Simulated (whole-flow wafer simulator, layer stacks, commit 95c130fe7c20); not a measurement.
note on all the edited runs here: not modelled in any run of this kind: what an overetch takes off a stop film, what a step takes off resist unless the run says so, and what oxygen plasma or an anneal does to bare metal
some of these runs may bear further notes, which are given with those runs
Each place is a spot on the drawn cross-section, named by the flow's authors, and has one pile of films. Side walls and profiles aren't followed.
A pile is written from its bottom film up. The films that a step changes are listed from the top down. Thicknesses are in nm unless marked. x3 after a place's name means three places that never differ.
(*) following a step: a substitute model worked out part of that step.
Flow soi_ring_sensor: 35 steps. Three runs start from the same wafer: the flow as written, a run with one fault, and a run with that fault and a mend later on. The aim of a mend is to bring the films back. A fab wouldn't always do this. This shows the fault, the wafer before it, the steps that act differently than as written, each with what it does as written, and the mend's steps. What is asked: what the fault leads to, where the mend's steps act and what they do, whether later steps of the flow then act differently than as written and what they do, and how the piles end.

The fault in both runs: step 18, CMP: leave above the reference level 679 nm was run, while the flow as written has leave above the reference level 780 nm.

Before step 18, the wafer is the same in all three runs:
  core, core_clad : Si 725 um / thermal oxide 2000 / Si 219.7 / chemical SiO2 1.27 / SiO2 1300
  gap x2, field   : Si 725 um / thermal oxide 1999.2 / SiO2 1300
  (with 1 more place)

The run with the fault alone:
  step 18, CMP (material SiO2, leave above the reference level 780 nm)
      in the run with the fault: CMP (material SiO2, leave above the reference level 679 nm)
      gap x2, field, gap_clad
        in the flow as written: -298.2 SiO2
        in the run with the fault: -399.2 SiO2
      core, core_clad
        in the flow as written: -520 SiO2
        in the run with the fault: -621 SiO2
  Steps later in the flow that act otherwise than as written:
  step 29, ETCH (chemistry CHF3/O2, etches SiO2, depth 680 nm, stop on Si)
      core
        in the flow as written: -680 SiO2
        in the run with the fault: -679 SiO2 (all of it), -1.27 chemical SiO2 (all of it)
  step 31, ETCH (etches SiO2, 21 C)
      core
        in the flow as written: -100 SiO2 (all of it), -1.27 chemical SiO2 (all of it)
        in the run with the fault: nothing
  The piles end different from the flow's at field, core_clad by more than 2% or 0.5 nm, whichever is larger.
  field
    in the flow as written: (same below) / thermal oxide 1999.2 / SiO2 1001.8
    in the run with the fault: (same below) / thermal oxide 1999.2 / SiO2 900.8
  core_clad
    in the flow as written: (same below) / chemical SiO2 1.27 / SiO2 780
    in the run with the fault: (same below) / chemical SiO2 1.27 / SiO2 679

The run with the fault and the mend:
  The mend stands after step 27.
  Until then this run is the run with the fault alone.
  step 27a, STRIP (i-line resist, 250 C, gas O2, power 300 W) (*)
      field, core_clad, gap_clad
        -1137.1 i-line resist (all of it)
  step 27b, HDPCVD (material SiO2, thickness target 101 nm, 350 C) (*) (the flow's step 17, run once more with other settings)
      core, gap x2, field, core_clad, gap_clad
        +101 SiO2
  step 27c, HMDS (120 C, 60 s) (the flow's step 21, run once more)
      leaves every film unchanged at each place that is followed
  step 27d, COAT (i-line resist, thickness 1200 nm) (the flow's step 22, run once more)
      core, gap x2, field, core_clad, gap_clad
        +1200 i-line resist (new film)
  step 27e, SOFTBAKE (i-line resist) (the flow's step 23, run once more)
      leaves every film unchanged at each place that is followed
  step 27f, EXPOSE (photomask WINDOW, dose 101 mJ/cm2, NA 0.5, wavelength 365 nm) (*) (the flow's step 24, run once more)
      leaves every film unchanged at each place that is followed
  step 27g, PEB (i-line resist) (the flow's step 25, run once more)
      core, gap x2, field, core_clad, gap_clad
        -62.8 i-line resist
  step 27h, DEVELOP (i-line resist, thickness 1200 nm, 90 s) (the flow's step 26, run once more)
      core, gap x2
        -1137.2 i-line resist (all of it)
      field, core_clad, gap_clad
        -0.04 i-line resist
  Later steps of the flow that are run all act as written at every place that is followed.
  At every place that both follow, the piles at the end match the flow's.
